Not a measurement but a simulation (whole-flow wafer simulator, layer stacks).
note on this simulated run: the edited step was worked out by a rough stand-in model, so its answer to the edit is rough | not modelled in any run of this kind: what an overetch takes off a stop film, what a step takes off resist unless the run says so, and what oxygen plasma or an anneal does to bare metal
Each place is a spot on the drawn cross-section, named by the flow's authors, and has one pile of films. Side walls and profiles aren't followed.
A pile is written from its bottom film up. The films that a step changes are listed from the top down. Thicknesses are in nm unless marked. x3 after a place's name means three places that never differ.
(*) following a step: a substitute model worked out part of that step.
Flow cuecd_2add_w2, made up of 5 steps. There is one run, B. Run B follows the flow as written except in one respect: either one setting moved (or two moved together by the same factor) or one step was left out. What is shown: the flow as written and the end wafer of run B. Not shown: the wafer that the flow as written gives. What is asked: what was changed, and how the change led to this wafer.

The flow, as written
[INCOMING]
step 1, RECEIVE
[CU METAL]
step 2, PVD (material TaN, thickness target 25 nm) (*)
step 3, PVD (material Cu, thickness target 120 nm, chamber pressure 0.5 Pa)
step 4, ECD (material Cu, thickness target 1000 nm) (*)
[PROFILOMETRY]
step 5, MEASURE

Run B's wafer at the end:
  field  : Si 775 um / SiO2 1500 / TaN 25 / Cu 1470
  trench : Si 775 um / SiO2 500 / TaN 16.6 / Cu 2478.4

The reason: step 4, ECD: thickness target 1350 nm was run, whereas the flow has thickness target 1000 nm.

How this came from the change, step by step:
  step 4, ECD (material Cu, thickness target 1000 nm) (*)
      field: Cu gains 1350 (in the flow as written it would be: Cu gains 1000)
      trench: Cu gains 2397.6 (in the flow as written it would be: Cu gains 2047.6)
